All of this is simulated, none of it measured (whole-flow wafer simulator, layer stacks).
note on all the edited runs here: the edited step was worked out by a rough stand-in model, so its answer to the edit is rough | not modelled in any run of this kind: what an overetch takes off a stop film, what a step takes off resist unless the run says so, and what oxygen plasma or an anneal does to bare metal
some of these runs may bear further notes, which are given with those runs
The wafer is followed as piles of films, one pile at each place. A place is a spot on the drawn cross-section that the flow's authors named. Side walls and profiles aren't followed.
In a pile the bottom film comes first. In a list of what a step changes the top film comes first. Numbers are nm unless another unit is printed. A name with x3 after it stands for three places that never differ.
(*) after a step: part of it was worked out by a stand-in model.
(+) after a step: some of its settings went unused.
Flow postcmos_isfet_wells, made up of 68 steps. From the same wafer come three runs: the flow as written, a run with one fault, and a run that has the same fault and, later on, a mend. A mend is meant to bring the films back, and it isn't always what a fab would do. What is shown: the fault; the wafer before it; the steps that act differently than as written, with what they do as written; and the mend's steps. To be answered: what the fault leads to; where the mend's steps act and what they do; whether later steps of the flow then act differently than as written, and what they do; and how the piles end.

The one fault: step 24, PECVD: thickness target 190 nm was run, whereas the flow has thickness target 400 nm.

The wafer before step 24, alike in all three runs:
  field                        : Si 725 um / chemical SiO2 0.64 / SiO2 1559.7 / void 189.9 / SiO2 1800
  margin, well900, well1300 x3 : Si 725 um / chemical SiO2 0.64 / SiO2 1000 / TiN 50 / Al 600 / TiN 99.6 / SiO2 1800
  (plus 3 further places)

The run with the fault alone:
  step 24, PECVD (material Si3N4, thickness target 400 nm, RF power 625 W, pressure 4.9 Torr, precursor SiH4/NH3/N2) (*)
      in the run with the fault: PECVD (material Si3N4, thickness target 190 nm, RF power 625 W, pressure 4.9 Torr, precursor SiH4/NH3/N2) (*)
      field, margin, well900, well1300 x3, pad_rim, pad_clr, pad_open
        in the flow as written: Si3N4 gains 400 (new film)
        in the run with the fault: Si3N4 gains 190 (new film)
  Steps further on in the flow that do not act as written (not shown: 2 more steps that differ only slightly, by at most 2% or 0.5 nm, whichever is larger):
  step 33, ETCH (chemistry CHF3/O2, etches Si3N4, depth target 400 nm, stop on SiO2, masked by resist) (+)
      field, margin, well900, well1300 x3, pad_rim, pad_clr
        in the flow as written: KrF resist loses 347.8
        in the run with the fault: KrF resist loses 247.8
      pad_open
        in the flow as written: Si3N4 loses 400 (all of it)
        in the run with the fault: Si3N4 loses 190 (all of it)
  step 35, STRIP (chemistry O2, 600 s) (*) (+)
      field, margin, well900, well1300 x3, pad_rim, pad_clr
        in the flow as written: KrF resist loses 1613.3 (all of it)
        in the run with the fault: KrF resist loses 1713.3 (all of it)
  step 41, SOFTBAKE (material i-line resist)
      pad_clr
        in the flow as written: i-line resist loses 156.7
        in the run with the fault: i-line resist loses 135.9
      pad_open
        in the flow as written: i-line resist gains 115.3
        in the run with the fault: i-line resist gains 105.9
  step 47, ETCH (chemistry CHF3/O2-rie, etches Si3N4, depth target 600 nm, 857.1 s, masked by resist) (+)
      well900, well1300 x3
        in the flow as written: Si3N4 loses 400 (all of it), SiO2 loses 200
        in the run with the fault: Si3N4 loses 190 (all of it), SiO2 loses 410
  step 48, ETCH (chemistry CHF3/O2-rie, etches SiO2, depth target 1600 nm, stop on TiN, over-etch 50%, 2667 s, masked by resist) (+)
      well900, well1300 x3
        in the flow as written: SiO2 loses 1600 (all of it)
        in the run with the fault: SiO2 loses 1390 (all of it)
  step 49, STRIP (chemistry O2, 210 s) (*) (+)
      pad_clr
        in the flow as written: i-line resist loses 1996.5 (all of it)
        in the run with the fault: i-line resist loses 2083 (all of it)
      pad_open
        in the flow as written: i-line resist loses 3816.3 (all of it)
        in the run with the fault: i-line resist loses 3731.6 (all of it)
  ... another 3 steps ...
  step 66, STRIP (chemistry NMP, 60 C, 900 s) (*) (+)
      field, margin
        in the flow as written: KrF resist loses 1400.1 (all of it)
        in the run with the fault: KrF resist loses 1499.7 (all of it)
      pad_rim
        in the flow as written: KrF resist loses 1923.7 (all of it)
        in the run with the fault: KrF resist loses 1970.4 (all of it)
  At field, margin, pad_rim, pad_clr, the piles at the end differ from the flow's by more than 2% or 0.5 nm, whichever is larger.
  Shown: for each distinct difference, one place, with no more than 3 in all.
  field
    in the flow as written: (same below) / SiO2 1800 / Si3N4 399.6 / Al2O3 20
    in the run with the fault: (same below) / SiO2 1800 / Si3N4 189.6 / Al2O3 20
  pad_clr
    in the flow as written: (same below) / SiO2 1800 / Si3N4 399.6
    in the run with the fault: (same below) / SiO2 1800 / Si3N4 189.6

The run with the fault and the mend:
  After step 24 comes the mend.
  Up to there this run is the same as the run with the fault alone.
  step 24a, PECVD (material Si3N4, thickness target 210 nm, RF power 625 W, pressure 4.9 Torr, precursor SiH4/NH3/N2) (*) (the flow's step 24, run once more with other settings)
      field, margin, well900, well1300 x3, pad_rim, pad_clr, pad_open
        Si3N4 gains 210
  Later steps of the flow that are run all act as written at every place that is followed.
  The piles end the same as the flow's at every place that both follow.
